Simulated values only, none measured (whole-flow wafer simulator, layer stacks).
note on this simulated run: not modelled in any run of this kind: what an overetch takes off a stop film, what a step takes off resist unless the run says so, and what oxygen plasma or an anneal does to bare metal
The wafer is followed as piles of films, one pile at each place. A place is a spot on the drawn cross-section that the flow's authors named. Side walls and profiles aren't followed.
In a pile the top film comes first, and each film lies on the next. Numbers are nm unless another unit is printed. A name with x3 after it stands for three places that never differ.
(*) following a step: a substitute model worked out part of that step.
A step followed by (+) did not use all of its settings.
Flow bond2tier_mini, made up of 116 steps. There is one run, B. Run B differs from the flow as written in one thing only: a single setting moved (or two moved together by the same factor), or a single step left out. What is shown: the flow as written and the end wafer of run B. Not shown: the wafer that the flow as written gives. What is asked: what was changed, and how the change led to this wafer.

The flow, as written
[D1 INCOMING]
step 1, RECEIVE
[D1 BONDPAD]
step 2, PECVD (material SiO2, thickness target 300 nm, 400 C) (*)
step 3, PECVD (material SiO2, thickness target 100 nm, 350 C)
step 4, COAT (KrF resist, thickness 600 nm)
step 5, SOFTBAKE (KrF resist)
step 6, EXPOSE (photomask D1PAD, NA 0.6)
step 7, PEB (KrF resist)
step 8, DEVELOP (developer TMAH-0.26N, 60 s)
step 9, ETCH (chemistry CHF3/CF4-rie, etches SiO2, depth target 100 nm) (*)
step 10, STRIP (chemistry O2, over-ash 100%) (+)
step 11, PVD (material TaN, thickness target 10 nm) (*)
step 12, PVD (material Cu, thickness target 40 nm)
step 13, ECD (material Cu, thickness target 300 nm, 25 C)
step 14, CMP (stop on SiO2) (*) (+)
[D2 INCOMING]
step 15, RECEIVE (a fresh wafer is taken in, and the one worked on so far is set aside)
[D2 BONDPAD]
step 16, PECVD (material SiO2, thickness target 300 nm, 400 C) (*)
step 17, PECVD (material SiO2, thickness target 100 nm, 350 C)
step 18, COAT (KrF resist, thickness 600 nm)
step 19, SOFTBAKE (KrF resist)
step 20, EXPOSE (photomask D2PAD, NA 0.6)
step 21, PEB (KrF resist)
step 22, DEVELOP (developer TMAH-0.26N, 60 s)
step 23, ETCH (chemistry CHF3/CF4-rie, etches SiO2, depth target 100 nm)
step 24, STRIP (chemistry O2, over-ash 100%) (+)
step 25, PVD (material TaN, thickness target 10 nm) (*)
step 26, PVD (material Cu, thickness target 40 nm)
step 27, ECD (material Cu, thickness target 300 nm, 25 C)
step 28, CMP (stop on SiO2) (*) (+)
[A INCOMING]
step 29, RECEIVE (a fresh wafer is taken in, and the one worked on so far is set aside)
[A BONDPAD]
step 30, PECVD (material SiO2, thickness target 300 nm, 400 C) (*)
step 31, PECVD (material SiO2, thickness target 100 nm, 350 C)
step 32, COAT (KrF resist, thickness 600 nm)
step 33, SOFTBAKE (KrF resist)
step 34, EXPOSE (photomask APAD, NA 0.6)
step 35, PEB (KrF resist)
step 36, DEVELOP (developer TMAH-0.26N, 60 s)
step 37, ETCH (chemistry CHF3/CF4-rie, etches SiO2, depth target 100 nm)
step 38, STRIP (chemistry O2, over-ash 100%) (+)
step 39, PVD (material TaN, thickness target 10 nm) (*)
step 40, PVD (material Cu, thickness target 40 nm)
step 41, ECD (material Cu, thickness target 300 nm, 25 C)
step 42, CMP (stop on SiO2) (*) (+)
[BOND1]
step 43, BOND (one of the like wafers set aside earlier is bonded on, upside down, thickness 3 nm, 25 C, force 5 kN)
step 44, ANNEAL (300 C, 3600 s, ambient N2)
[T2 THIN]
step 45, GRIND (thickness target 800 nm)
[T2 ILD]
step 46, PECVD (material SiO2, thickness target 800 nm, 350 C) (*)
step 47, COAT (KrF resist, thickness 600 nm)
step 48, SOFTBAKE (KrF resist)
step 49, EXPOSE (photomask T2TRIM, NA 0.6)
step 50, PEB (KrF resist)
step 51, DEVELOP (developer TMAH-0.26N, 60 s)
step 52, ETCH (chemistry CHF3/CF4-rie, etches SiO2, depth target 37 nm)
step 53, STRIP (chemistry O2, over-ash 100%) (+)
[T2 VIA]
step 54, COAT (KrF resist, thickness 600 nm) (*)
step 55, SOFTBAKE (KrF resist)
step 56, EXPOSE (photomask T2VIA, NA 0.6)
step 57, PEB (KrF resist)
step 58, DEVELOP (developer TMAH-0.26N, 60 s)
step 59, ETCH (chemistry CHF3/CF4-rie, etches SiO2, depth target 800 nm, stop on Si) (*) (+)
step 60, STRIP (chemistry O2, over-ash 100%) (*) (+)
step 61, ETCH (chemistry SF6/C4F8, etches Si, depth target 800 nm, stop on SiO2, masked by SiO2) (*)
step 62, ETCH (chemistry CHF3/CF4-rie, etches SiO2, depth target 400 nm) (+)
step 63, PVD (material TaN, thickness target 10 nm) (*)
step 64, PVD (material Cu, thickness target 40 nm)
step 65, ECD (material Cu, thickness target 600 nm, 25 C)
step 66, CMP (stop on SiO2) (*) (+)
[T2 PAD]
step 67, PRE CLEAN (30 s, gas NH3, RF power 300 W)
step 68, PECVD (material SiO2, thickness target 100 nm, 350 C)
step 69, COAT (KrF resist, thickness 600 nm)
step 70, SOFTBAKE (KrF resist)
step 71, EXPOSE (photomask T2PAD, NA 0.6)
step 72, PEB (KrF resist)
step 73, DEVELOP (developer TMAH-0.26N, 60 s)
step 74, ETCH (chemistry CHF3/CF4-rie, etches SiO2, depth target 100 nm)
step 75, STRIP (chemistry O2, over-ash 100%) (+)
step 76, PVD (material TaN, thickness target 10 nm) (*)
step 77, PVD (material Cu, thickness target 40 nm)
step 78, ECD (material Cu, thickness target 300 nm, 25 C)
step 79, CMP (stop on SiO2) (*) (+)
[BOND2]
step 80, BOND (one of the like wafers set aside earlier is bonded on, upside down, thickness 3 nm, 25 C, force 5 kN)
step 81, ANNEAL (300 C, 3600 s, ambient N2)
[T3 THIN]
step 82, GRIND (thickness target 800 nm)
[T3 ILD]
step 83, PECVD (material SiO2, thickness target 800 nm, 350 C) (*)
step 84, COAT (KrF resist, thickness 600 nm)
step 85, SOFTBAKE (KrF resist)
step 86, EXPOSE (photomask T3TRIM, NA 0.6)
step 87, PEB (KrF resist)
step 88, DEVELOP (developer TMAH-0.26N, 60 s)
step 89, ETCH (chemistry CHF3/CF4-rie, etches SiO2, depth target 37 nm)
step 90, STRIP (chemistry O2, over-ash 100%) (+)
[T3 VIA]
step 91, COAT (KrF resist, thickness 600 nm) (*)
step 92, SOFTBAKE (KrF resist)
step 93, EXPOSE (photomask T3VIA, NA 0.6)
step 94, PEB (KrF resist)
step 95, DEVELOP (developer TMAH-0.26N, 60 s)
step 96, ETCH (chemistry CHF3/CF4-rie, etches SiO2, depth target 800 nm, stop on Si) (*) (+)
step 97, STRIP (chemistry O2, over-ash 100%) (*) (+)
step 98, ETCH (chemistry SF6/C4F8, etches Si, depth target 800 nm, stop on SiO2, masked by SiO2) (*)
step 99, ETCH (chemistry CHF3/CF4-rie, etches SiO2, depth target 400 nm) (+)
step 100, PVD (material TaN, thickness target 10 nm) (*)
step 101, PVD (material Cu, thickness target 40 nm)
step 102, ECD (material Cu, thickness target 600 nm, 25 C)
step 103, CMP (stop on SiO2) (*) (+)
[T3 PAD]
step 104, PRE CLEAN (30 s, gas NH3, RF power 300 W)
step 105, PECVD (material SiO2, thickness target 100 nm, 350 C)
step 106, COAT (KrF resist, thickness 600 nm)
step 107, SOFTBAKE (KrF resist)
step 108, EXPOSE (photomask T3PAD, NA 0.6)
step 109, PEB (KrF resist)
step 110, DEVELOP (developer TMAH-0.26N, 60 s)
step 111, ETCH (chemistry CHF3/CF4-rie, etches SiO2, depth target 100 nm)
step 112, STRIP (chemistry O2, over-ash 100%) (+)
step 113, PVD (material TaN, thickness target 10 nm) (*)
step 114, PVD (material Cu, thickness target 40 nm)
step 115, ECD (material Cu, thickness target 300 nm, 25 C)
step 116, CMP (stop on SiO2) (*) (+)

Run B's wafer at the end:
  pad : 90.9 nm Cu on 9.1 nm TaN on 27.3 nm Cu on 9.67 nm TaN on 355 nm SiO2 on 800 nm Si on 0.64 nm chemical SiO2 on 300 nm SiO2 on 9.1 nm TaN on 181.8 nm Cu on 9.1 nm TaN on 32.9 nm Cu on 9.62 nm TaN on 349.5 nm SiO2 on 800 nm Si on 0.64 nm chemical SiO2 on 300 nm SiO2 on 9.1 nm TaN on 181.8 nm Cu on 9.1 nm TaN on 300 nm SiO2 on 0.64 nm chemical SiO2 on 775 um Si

What caused this: step 52, ETCH: depth target 42.5 nm was run, whereas the flow has depth target 37 nm.

The path from the change to this, step by step:
  step 52, ETCH (chemistry CHF3/CF4-rie, etches SiO2, depth target 37 nm)
      pad, via: SiO2 loses 42.5 (as written it would have been: SiO2 loses 37)
      field: KrF resist loses 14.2 (as written it would have been: KrF resist loses 12.3)
